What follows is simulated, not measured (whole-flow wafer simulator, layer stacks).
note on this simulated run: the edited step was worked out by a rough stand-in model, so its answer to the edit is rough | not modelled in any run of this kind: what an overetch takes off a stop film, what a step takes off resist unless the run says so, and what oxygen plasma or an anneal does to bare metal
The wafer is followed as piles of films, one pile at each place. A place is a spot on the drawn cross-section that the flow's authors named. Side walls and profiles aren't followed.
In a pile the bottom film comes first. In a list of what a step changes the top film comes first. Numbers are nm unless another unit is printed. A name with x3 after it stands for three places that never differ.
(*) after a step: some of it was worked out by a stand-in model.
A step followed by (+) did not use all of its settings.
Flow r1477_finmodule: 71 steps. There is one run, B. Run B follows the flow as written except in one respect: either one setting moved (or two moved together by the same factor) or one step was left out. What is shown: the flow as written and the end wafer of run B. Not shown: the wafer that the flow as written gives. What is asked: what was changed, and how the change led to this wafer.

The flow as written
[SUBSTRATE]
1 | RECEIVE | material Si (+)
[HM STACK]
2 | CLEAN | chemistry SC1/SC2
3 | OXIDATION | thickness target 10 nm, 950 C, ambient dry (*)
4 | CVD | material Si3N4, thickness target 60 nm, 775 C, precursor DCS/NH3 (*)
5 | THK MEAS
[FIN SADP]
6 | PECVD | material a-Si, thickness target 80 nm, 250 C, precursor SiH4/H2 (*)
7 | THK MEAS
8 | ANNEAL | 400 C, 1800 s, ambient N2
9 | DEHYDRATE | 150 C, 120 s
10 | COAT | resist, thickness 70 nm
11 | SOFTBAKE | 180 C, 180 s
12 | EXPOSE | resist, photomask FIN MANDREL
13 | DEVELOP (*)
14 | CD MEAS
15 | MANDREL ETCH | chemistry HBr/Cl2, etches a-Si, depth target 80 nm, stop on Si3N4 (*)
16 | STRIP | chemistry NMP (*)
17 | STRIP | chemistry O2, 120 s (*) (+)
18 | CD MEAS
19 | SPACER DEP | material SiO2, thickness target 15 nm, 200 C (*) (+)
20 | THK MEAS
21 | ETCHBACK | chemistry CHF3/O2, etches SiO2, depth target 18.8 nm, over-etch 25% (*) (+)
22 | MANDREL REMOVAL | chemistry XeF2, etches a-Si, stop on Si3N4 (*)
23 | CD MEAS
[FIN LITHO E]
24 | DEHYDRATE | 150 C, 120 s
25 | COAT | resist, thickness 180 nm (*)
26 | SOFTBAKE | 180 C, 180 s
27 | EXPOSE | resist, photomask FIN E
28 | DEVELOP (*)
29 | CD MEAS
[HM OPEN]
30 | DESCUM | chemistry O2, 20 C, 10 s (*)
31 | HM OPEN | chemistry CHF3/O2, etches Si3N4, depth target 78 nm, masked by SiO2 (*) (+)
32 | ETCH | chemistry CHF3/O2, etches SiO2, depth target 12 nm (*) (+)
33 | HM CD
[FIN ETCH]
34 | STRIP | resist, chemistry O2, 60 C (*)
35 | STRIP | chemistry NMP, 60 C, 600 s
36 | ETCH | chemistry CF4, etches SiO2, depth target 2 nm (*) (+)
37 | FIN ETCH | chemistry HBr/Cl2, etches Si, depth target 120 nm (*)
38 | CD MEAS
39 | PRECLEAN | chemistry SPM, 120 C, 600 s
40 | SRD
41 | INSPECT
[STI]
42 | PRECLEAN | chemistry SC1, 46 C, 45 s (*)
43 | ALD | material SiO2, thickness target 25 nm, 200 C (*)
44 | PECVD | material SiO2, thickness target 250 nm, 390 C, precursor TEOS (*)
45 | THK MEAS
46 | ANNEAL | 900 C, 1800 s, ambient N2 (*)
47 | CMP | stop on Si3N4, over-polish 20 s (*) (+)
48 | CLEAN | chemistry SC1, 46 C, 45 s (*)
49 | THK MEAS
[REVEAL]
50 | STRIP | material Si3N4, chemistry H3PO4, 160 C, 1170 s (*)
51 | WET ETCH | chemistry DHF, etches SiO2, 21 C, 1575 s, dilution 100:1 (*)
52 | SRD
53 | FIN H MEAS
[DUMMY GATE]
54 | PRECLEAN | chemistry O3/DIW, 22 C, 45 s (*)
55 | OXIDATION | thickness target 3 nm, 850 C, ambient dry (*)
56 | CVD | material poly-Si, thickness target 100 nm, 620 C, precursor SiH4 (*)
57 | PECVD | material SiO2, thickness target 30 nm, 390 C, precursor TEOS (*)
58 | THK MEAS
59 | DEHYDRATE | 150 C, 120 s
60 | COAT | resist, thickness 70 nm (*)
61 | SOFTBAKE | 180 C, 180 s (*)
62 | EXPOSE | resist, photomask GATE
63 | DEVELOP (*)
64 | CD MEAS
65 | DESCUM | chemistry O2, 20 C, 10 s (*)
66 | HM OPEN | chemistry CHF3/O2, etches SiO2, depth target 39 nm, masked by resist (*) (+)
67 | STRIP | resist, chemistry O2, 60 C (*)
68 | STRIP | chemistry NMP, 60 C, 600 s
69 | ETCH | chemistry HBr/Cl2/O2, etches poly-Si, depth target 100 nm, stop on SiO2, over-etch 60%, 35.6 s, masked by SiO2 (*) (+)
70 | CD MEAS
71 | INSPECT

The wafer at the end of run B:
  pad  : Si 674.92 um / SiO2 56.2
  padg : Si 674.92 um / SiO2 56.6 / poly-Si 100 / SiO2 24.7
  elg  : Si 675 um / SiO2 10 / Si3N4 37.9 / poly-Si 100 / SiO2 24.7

Cause: step 37, FIN ETCH: depth target 73.2 nm was run, though the flow has depth target 120 nm.

How this came from the change, step by step:
  37 | FIN ETCH | chemistry HBr/Cl2, etches Si, depth target 120 nm (*)
      pad, padg, esg and 19 more: Si loses 73.2 (as written it would have been: Si loses 120)
      elg, e40lg, e100lg, e200lg, elo, e40lo, e100lo, e200lo: Si3N4 loses 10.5 (as written it would have been: Si3N4 loses 17.1)
      (also at 6 further places)
  43 | ALD | material SiO2, thickness target 25 nm, 200 C (*)
      s40cg, s45cg, s50cg, s40co, s45co, s50co: SiO2 gains 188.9 (new film) (as written it would have been: SiO2 gains 232.1 (new film))
      esg: SiO2 gains 154.1 (new film) (as written it would have been: SiO2 gains 194.3 (new film))
  47 | CMP | stop on Si3N4, over-polish 20 s (*) (+)
      pad, padg, e40sg and 11 more: SiO2 loses 118.6 (as written it would have been: SiO2 loses 71.8)
      elg, esg, e40lg and 6 more: SiO2 loses 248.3 (as written it would have been: SiO2 loses 241.6)
      (also at 1 further place)
  51 | WET ETCH | chemistry DHF, etches SiO2, 21 C, 1575 s, dilution 100:1 (*)
      elg, e40lg, e100lg, e200lg, elo, e40lo, e100lo, e200lo: SiO2 loses 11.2 (all of it), Si3N4 loses 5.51 (as written it would have been: SiO2 loses 17.8 (all of it), Si3N4 loses 4.97)
  56 | CVD | material poly-Si, thickness target 100 nm, 620 C, precursor SiH4 (*)
      esg: poly-Si gains 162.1 (new film) (as written it would have been: poly-Si gains 156 (new film))
  60 | COAT | resist, thickness 70 nm (*)
      e40sg, eso, e40so: resist gains 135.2 (new film) (as written it would have been: resist gains 129.5 (new film))
      e100sg, e100so: resist gains 135.2 (new film) (as written it would have been: resist gains 129.4 (new film))
      (also at 2 further places)
  63 | DEVELOP (*)
      eso, e40so: resist loses 135.2 (all of it) (as written it would have been: resist loses 129.5 (all of it))
      e100so: resist loses 135.2 (all of it) (as written it would have been: resist loses 129.4 (all of it))
      (also at 1 further place)
  67 | STRIP | resist, chemistry O2, 60 C (*)
      e40sg: resist loses 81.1 (all of it) (as written it would have been: resist loses 75.4 (all of it))
      e100sg: resist loses 81.1 (all of it) (as written it would have been: resist loses 75.3 (all of it))
      (also at 1 further place)
